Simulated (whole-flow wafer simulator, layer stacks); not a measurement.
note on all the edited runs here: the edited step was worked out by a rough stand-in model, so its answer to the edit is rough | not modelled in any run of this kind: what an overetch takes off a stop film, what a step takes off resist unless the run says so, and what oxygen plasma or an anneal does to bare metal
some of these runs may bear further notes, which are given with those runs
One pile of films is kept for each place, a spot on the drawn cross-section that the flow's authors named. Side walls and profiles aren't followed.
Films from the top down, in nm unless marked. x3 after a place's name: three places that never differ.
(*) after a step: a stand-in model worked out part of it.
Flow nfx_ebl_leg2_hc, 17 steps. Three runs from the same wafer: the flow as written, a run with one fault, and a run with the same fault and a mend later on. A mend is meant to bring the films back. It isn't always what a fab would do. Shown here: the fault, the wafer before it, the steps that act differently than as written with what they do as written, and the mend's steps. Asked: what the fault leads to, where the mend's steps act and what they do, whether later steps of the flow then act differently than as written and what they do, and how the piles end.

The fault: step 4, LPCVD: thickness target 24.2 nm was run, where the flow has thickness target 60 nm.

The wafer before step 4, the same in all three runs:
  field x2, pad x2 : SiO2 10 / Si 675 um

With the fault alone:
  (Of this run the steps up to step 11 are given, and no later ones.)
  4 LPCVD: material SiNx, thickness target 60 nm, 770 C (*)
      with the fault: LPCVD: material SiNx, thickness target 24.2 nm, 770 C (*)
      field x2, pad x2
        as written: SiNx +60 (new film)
        with the fault: SiNx +24.2 (new film)
  No later step of the flow up to step 11 acts differently than as written at any place that is followed.
  After step 11 the piles differ from the flow's by more than 2% or 0.5 nm, whichever is larger, at field x2, pad x2.
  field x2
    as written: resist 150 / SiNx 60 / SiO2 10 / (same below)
    with the fault: resist 150 / SiNx 24.2 / SiO2 10 / (same below)
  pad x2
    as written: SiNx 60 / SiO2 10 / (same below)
    with the fault: SiNx 24.2 / SiO2 10 / (same below)

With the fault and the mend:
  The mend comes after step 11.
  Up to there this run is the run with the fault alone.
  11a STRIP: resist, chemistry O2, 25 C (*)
      field x2
        resist -150 (all of it)
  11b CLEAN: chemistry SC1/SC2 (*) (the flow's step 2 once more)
      changes no film at any place that is followed
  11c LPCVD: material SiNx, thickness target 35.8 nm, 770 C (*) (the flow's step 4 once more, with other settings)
      field x2, pad x2
        SiNx +35.8
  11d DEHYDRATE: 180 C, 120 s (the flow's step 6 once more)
      changes no film at any place that is followed
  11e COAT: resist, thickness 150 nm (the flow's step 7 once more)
      field x2, pad x2
        resist +150 (new film)
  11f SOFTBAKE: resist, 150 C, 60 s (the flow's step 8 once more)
      changes no film at any place that is followed
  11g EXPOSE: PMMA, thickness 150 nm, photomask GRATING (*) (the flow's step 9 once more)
      changes no film at any place that is followed
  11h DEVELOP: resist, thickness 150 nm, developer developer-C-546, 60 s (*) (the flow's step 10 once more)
      pad x2
        resist -150 (all of it)
  No later step of the flow acts differently than as written at any place that is followed.
  At the end the piles are the same as the flow's at every place that both follow.
